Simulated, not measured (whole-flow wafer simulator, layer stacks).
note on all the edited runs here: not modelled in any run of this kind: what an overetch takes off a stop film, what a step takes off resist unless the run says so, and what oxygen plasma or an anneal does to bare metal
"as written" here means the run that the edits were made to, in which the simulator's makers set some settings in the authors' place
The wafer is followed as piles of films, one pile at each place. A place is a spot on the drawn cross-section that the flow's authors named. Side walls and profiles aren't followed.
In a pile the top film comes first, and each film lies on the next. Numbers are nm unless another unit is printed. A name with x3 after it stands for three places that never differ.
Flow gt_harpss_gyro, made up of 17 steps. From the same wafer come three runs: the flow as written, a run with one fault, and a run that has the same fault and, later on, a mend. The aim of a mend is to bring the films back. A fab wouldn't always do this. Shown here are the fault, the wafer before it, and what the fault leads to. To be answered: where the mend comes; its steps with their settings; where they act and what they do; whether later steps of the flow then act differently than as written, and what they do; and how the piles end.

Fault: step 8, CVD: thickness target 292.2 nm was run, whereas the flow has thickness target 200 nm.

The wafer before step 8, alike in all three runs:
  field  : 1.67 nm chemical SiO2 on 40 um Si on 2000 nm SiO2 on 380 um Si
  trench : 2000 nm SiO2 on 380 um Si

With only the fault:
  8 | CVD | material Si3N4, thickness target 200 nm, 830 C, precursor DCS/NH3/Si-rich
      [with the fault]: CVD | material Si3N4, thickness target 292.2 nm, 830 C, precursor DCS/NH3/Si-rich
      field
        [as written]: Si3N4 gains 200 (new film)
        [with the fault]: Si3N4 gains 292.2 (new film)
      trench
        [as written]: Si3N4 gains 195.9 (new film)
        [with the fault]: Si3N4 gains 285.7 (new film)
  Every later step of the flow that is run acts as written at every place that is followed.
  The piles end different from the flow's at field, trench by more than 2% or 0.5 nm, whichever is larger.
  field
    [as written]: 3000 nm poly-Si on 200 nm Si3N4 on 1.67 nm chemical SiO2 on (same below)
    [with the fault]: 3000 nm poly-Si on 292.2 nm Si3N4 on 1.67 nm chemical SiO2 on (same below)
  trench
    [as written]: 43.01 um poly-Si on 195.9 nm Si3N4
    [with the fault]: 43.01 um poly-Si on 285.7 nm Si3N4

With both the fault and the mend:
  The mend stands after step 8.
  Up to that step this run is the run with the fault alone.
  8a | ETCH | chemistry h3po4, depth target 335.7 nm
      field
        Si3N4 loses 292.2 (all of it)
      trench
        Si3N4 loses 285.7 (all of it)
  8b | CLEAN | chemistry SPM (a further turn of the flow's step 1)
      alters no film at any place that is followed
  8c | CVD | material Si3N4, thickness target 200 nm, 830 C, precursor DCS/NH3/Si-rich (a further turn of the flow's step 8)
      field
        Si3N4 gains 200 (new film)
      trench
        Si3N4 gains 195.9 (new film)
  Every later step of the flow that is run acts as written at every place that is followed.
  By the end, the piles equal the flow's at every place that both follow.
